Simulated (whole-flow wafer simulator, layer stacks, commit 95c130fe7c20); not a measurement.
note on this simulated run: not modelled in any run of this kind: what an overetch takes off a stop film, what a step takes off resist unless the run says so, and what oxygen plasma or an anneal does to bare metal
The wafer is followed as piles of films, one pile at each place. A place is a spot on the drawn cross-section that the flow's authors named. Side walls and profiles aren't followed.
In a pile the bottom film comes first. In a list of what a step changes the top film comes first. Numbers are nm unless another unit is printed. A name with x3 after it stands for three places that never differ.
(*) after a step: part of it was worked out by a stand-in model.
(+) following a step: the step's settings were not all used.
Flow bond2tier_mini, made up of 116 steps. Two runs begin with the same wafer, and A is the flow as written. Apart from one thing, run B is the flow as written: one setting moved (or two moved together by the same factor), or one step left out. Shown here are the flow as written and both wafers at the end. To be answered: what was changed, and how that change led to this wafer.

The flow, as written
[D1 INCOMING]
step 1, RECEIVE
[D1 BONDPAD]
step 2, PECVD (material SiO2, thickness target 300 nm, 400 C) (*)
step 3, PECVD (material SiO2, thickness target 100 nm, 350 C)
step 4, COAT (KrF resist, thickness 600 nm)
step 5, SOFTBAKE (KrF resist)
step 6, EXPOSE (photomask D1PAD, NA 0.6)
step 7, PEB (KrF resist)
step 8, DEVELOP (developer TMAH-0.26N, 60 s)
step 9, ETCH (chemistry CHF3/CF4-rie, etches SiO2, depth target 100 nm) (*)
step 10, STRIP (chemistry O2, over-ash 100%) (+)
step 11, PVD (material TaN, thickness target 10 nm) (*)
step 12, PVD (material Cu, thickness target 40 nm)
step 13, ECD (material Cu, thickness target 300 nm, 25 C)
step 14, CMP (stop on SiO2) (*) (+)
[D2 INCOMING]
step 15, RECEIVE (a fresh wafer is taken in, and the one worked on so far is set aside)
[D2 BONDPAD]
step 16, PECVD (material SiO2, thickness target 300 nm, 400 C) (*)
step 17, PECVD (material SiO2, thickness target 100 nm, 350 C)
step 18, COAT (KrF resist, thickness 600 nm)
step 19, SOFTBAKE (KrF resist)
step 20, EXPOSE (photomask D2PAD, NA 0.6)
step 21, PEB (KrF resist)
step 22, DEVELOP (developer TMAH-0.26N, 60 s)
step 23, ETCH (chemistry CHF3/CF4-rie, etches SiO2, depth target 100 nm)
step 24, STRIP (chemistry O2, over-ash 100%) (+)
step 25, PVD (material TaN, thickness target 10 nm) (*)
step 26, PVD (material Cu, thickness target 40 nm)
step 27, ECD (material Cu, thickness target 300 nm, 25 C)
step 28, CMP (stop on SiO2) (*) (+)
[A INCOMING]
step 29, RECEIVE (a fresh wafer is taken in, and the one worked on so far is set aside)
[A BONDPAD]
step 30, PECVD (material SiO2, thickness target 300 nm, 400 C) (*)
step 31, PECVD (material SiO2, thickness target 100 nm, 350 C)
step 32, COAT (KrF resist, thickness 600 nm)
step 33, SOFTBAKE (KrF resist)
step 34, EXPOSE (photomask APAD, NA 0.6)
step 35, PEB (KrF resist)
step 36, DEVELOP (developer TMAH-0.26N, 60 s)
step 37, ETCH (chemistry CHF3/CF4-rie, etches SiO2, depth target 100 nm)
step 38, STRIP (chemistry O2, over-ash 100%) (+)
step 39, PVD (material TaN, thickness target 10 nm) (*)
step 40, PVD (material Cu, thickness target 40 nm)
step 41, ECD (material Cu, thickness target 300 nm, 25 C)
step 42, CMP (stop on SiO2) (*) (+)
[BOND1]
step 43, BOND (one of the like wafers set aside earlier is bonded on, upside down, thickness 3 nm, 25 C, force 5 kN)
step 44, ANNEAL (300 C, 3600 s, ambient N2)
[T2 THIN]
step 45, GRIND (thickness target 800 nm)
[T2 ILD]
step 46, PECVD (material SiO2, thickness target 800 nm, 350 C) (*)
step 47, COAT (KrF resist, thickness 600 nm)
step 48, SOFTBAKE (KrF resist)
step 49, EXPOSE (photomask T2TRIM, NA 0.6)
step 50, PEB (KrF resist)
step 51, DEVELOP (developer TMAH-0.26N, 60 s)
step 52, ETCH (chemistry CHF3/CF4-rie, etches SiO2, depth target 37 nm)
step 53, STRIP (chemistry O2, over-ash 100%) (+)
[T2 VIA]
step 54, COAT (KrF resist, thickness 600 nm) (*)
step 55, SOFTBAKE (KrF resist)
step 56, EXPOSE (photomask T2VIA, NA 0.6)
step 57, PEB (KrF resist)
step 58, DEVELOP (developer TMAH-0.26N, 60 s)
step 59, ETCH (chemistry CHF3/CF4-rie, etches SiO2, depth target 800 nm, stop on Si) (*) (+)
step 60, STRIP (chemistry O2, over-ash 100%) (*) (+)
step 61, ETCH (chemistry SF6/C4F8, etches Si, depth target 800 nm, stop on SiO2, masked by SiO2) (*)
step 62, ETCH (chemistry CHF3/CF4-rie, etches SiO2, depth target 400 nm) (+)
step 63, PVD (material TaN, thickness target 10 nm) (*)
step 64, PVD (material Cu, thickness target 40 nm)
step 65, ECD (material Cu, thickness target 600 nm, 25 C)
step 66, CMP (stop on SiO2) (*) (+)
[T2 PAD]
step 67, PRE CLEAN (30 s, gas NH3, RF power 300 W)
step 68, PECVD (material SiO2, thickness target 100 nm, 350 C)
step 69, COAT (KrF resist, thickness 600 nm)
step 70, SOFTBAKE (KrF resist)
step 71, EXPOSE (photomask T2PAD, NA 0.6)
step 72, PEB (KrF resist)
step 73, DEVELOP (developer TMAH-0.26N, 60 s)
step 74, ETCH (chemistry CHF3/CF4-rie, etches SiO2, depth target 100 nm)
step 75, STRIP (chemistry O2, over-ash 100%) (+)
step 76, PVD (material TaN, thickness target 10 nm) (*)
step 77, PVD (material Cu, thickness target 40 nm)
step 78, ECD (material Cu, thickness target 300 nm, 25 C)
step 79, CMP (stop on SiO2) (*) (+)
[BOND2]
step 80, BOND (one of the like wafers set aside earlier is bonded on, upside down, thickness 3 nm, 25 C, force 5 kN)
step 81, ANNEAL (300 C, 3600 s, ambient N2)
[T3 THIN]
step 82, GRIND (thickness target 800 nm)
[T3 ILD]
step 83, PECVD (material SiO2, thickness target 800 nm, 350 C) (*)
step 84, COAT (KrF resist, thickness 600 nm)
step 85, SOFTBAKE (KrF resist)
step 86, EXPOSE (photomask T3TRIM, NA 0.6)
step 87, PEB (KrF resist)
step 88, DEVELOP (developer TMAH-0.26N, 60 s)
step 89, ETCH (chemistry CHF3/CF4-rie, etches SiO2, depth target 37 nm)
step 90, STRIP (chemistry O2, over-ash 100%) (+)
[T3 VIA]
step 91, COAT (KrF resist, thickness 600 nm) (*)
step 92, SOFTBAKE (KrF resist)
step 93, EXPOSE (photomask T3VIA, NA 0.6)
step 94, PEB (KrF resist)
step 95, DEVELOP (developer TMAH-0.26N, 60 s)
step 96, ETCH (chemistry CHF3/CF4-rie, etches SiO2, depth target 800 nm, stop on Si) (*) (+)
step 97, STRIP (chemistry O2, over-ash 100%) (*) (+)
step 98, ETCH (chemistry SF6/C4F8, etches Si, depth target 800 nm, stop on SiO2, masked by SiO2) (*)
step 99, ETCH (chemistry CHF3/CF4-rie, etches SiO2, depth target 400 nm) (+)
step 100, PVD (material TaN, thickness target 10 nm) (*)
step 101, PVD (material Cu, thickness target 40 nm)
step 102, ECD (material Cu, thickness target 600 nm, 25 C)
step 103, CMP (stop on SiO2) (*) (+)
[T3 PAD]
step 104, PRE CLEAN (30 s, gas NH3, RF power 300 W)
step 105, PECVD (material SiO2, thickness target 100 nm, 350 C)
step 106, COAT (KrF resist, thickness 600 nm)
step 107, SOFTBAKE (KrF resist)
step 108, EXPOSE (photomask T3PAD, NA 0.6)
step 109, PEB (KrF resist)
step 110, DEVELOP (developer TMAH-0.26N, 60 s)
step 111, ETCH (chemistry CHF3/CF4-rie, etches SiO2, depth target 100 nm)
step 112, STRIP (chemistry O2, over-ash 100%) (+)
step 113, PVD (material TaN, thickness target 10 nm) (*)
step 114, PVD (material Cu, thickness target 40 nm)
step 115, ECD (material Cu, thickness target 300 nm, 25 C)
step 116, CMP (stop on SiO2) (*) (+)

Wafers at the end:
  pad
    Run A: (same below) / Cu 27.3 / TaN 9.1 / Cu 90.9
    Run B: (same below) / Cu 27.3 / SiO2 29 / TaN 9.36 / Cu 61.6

The reason: step 111, ETCH: depth target 71 nm was run, whereas the flow has depth target 100 nm.

How this came from the change, step by step:
  step 111, ETCH (chemistry CHF3/CF4-rie, etches SiO2, depth target 100 nm)
      pad: A SiO2 loses 100 (all of it) | B SiO2 loses 71
      field: A KrF resist loses 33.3 | B KrF resist loses 23.7
  step 114, PVD (material Cu, thickness target 40 nm)
      pad: A Cu gains 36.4 (new film) | B Cu gains 37.4 (new film)
  step 115, ECD (material Cu, thickness target 300 nm, 25 C)
      pad: A Cu gains 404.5 | B Cu gains 374.2
Taking metal films that touch as one body, pad has 4 bodies (between them, from the top down: SiO2 29; SiO2 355 / Si 800 / chemical SiO2 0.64 / SiO2 300; SiO2 355 / Si 800 / chemical SiO2 0.64 / SiO2 300); the flow as written gives 3 bodies (between them, from the top down: SiO2 355 / Si 800 / chemical SiO2 0.64 / SiO2 300; SiO2 355 / Si 800 / chemical SiO2 0.64 / SiO2 300).
